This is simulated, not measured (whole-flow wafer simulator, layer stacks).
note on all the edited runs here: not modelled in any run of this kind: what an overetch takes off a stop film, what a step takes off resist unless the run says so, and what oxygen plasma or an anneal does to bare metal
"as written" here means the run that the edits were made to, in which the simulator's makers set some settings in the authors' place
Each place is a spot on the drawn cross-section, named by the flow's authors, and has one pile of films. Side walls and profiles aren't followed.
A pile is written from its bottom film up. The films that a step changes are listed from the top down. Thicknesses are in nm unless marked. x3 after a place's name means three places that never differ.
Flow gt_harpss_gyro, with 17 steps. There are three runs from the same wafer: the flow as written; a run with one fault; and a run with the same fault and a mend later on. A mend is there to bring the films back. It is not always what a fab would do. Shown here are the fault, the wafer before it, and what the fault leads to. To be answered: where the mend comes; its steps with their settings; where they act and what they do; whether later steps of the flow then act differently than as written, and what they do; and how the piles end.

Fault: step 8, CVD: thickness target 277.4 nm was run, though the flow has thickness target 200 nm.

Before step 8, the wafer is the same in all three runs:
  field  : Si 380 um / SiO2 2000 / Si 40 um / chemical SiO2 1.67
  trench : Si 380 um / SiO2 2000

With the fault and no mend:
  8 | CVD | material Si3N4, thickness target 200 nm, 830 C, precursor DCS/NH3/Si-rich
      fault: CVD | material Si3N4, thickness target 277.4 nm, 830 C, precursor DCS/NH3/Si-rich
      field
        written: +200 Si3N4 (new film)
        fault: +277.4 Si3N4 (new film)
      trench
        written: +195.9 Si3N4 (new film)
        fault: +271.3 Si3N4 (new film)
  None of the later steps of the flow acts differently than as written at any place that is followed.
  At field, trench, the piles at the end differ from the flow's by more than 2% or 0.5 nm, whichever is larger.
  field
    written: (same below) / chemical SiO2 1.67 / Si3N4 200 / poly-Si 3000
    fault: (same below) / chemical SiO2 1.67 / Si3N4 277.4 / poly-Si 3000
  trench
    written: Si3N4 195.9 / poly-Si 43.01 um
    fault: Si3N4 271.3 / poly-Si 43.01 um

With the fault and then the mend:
  After step 8 comes the mend.
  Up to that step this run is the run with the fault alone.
  8a | ETCH | chemistry h3po4, depth target 77.01 nm
      field, trench
        -77 Si3N4
  None of the later steps of the flow acts differently than as written at any place that is followed.
  When the end is reached, the piles differ only a little from the flow's at the places that both follow, at most by 2% or 0.5 nm, whichever is larger.
